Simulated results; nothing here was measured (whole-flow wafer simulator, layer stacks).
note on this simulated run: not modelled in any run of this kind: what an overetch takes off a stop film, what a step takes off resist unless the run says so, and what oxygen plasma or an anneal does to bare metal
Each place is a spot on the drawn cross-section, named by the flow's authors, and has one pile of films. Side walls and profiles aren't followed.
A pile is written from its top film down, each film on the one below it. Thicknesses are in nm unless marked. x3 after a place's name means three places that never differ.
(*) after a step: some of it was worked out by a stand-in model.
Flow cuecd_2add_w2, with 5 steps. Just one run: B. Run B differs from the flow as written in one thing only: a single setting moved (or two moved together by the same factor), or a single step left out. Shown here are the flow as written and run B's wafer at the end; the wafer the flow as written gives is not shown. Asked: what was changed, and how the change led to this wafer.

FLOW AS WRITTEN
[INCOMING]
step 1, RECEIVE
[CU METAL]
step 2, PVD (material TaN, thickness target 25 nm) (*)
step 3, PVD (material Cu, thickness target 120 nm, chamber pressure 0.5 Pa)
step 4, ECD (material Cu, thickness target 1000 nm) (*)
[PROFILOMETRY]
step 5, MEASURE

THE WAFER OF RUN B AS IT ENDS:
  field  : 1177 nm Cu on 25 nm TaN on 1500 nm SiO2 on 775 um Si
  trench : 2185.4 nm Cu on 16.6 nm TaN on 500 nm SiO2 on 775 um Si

The reason: step 3, PVD: thickness target 177 nm was run, though the flow has thickness target 120 nm.

The path from the change to this, step by step:
  step 3, PVD (material Cu, thickness target 120 nm, chamber pressure 0.5 Pa)
      field: +177 Cu (new film) (as written it would have been: +120 Cu (new film))
      trench: +118.8 Cu (new film) (as written it would have been: +80.8 Cu (new film))
